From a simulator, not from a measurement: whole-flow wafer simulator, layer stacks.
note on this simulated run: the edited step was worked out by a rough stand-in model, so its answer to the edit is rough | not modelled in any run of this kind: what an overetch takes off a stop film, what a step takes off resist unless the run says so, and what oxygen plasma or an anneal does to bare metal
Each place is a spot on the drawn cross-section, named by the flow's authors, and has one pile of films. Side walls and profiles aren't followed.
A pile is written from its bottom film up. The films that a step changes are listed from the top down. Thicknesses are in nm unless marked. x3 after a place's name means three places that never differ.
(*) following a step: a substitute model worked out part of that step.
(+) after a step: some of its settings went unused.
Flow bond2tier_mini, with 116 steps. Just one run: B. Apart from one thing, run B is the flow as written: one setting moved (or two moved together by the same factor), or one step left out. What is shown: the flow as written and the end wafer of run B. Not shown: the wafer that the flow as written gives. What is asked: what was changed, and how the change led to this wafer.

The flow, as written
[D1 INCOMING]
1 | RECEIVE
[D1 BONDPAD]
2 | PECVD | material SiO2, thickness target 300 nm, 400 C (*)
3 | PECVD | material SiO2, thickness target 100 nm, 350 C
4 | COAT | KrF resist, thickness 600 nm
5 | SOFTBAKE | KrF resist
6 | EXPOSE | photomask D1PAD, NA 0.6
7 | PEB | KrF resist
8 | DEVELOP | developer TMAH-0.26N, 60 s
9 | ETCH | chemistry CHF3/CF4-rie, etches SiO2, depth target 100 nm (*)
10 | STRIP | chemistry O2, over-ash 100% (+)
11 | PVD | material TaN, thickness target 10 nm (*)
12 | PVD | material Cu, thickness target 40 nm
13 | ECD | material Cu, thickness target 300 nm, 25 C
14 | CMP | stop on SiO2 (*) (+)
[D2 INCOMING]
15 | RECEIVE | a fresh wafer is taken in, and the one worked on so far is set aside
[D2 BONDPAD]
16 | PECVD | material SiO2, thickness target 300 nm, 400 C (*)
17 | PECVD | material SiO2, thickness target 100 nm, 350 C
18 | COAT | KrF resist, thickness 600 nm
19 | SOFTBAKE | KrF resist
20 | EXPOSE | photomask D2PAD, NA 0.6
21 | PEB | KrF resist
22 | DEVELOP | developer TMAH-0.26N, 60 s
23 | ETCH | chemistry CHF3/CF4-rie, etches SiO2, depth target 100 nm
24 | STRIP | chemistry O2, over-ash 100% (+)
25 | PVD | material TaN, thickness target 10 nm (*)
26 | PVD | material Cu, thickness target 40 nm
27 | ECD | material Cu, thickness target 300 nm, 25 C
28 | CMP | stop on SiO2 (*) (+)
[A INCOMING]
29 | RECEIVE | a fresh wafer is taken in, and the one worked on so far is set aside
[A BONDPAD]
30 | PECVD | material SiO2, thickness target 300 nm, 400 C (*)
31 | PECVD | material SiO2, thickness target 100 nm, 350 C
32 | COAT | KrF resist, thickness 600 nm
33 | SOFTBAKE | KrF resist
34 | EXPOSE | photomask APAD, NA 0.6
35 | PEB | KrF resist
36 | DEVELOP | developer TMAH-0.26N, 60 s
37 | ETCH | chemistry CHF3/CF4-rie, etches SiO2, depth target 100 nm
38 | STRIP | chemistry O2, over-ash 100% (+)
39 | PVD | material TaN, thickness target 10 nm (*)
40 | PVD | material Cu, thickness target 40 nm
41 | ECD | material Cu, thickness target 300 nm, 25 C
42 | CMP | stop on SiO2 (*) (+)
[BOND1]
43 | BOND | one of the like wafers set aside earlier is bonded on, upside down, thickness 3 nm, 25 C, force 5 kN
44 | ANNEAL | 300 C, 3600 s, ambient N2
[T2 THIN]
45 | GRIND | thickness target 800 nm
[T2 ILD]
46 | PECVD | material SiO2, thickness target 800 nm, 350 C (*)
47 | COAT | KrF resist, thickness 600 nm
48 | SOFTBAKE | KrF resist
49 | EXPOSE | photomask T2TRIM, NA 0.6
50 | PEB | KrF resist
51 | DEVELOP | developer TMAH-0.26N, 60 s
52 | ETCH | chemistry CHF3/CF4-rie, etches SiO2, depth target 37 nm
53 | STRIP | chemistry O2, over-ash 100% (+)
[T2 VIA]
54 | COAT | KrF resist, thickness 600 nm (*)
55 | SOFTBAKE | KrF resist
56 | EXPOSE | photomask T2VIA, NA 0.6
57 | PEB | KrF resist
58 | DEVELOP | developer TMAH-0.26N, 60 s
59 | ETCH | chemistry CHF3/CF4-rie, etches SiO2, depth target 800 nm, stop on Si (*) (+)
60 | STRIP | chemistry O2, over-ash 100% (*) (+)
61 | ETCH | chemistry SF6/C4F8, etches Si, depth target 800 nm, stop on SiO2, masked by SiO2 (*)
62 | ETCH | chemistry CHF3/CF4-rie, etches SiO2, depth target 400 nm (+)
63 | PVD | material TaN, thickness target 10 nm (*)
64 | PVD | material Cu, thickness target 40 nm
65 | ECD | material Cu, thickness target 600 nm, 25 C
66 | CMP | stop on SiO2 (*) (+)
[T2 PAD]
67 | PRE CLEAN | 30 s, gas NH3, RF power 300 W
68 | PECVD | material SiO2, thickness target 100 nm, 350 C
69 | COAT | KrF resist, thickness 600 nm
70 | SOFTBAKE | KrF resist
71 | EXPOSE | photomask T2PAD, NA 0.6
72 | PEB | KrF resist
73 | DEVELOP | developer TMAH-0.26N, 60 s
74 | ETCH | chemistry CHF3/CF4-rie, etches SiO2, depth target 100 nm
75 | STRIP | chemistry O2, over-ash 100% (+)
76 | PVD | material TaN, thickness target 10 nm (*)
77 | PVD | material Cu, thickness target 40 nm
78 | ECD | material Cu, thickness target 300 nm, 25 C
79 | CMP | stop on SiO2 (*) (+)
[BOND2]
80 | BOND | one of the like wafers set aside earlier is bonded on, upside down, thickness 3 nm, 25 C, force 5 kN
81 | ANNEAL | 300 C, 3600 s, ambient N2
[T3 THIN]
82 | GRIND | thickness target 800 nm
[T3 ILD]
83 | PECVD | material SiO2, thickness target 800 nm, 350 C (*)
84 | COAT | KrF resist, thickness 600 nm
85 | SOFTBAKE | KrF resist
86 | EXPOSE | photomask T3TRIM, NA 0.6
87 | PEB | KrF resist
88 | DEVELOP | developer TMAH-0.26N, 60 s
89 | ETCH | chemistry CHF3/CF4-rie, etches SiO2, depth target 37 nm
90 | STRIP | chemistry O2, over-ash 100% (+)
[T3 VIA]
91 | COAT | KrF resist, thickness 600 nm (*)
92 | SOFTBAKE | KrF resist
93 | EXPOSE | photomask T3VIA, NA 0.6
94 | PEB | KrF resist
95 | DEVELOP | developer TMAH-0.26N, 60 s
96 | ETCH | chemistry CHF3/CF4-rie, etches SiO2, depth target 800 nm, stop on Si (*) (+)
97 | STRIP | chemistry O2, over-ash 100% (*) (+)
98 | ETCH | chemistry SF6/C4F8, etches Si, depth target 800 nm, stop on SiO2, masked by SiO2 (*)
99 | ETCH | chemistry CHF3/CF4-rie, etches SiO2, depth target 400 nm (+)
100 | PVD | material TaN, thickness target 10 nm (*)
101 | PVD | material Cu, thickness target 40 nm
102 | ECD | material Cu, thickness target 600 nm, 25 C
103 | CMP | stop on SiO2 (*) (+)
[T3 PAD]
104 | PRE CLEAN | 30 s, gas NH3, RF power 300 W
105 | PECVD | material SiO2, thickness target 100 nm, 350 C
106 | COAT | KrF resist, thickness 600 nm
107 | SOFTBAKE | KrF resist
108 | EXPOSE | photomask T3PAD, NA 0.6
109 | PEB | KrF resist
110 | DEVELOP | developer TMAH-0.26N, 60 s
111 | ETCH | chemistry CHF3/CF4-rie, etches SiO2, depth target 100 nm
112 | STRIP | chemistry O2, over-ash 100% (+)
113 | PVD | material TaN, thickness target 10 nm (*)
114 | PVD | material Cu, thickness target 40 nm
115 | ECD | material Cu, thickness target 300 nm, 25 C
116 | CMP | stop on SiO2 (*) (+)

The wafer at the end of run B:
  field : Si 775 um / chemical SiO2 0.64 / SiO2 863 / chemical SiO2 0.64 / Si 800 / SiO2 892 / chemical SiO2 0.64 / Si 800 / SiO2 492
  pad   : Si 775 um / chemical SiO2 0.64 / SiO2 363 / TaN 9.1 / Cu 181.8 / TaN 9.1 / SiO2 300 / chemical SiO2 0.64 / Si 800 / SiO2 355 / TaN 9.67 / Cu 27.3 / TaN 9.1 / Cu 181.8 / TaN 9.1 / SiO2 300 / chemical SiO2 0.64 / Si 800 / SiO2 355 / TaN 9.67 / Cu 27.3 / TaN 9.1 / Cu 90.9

What caused this: step 30, PECVD: thickness target 363 nm was run, while the flow as written has thickness target 300 nm.
The wafer lets one read it off: pad has SiO2 363, and step 30 as written asks for 300 nm.

Step by step, how the change led to this:
  30 | PECVD | material SiO2, thickness target 300 nm, 400 C (*)
      field, pad, via: SiO2 gains 363 (new film) (as written it would have been: SiO2 gains 300 (new film))
